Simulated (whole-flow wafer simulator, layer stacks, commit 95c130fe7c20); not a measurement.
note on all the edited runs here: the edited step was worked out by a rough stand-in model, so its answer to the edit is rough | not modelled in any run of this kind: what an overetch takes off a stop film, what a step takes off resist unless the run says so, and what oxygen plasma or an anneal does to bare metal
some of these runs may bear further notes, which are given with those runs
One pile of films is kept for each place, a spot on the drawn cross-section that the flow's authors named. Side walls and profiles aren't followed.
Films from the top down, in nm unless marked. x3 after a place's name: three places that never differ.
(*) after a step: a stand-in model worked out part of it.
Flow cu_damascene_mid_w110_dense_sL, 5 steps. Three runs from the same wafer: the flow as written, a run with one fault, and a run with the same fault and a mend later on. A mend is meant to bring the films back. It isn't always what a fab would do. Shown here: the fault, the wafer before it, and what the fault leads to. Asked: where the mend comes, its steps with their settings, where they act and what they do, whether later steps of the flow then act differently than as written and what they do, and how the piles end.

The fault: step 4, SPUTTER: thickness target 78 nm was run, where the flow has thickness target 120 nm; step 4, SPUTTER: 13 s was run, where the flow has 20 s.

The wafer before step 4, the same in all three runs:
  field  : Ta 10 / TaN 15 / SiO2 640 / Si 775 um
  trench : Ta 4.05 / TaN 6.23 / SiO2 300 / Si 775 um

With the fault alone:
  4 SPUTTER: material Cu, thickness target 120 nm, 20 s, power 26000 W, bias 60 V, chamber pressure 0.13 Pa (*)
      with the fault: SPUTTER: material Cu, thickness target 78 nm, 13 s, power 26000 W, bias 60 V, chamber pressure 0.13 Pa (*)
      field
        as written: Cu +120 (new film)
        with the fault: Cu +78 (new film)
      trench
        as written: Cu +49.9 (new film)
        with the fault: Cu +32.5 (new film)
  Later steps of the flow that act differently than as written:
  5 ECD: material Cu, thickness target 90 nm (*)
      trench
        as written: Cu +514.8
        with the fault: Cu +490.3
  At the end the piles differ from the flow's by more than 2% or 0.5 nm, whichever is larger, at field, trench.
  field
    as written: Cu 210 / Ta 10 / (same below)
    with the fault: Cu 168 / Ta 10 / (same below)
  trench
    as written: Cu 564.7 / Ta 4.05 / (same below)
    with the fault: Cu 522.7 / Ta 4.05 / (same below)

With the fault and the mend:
  The mend comes after step 4.
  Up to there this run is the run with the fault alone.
  4a SPUTTER: material Cu, thickness target 42 nm, 7 s, power 26000 W, bias 60 V, chamber pressure 0.13 Pa (*) (the flow's step 4 once more, with other settings)
      field
        Cu +42
      trench
        Cu +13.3
  No later step of the flow acts differently than as written, at any place that is followed, by more than 2% or 0.5 nm, whichever is larger.
  At the end the piles are the same as the flow's at every place that both follow.
